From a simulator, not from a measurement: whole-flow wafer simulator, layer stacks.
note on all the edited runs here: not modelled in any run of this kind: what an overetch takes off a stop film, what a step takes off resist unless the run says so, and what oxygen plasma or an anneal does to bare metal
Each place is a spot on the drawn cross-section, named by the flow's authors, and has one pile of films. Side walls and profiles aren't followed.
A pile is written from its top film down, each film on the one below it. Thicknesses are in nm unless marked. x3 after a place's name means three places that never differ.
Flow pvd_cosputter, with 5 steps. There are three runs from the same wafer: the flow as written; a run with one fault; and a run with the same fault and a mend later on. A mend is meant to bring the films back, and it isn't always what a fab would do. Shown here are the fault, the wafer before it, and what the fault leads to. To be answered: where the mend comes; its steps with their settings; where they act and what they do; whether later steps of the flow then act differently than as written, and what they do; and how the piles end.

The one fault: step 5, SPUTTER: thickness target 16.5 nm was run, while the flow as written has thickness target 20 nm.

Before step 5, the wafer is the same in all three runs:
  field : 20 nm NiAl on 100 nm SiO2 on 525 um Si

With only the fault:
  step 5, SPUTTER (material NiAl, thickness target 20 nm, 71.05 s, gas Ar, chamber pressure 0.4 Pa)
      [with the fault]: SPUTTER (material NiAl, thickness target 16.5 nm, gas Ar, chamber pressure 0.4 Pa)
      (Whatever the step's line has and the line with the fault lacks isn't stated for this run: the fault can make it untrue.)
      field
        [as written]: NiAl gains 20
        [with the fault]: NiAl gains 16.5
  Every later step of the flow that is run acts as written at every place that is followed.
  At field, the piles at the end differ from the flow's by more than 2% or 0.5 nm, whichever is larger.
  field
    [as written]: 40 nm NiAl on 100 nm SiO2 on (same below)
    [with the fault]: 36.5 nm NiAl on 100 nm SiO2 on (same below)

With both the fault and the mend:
  The mend follows step 5.
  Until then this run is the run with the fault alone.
  step 5a, SPUTTER (material NiAl, thickness target 3.5 nm, gas Ar, chamber pressure 0.4 Pa) (the flow's step 5, run once more with other settings)
      field
        NiAl gains 3.5
  Every later step of the flow that is run acts as written at every place that is followed.
  The piles end the same as the flow's at every place that both follow.
